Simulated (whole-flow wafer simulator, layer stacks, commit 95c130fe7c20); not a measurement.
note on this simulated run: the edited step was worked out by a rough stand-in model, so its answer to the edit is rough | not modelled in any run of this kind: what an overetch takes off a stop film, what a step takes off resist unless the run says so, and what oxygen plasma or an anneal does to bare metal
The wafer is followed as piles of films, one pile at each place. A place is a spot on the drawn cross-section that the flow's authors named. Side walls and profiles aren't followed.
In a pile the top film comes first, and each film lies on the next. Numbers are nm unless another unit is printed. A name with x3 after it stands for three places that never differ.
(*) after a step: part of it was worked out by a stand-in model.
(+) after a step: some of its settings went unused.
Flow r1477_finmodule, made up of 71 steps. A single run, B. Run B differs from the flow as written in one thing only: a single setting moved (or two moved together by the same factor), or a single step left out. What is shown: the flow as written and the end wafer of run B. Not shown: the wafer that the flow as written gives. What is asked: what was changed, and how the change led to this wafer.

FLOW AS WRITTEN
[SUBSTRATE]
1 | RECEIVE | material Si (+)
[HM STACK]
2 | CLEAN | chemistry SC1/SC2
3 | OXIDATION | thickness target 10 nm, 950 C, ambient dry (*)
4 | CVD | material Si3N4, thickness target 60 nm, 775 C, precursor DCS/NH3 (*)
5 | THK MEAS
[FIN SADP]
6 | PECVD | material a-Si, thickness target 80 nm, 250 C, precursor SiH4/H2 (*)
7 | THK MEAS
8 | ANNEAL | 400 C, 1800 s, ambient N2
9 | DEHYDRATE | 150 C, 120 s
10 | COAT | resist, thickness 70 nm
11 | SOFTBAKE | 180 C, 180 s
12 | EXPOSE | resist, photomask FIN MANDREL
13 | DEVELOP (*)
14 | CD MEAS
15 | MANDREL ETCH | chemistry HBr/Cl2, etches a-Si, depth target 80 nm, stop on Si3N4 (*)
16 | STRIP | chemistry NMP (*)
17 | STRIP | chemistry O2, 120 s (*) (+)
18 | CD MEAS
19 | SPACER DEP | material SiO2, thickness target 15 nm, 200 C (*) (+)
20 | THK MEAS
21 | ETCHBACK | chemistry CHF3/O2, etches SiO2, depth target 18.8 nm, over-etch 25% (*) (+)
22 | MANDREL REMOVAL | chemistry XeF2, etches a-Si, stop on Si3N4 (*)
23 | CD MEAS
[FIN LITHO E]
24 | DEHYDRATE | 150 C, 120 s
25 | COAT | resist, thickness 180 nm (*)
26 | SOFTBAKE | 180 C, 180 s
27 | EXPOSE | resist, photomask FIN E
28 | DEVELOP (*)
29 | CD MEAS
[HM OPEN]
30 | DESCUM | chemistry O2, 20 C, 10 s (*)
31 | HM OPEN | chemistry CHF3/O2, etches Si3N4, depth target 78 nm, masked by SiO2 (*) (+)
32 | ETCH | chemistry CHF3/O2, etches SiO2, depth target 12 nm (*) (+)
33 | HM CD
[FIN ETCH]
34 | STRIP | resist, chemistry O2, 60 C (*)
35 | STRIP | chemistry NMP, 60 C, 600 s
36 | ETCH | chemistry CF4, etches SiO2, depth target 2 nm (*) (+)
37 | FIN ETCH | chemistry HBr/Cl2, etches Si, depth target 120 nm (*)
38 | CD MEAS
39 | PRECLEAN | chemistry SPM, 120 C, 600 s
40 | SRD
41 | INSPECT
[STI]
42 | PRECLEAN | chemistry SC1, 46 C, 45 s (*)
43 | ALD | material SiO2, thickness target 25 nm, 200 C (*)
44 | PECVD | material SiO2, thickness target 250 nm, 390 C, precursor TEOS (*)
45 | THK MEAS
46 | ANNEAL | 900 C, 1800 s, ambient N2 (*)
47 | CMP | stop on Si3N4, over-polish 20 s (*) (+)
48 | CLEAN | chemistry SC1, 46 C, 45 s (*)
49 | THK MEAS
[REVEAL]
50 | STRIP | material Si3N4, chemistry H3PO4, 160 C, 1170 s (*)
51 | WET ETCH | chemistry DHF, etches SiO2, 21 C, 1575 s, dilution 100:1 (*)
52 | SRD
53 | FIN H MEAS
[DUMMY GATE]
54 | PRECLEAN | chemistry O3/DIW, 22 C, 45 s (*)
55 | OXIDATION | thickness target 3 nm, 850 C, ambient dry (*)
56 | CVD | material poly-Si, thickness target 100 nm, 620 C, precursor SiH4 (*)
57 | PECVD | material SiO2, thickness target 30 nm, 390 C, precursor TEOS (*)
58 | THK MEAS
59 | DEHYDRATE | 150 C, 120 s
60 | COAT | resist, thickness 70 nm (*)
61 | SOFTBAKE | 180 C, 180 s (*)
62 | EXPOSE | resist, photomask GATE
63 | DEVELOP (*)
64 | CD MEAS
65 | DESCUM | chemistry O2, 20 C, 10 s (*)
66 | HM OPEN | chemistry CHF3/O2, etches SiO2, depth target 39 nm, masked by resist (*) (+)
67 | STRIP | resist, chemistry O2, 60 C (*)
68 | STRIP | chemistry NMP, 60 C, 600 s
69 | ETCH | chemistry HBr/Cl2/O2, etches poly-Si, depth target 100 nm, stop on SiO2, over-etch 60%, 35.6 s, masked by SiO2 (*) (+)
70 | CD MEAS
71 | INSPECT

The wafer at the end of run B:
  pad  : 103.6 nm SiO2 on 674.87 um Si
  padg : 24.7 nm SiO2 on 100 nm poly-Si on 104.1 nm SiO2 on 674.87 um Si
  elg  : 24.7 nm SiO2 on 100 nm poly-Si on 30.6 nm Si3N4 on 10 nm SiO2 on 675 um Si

The reason: step 36, ETCH: depth target 3 nm was run, while the flow as written has depth target 2 nm.

Step by step, how the change led to this:
  36 | ETCH | chemistry CF4, etches SiO2, depth target 2 nm (*) (+)
      pad, padg, esg and 19 more: -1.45 chemical SiO2 (all of it), -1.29 Si (in the flow as written it would be: -1.45 chemical SiO2 (all of it), -0.46 Si)
      elg, e40lg, e100lg, e200lg, elo, e40lo, e100lo, e200lo: -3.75 Si3N4 (in the flow as written it would be: -2.5 Si3N4)
      (as well as at 6 more places)
  51 | WET ETCH | chemistry DHF, etches SiO2, 21 C, 1575 s, dilution 100:1 (*)
      elg, e40lg, e100lg, e200lg, elo, e40lo, e100lo, e200lo: -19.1 SiO2 (all of it), -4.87 Si3N4 (in the flow as written it would be: -17.8 SiO2 (all of it), -4.97 Si3N4)
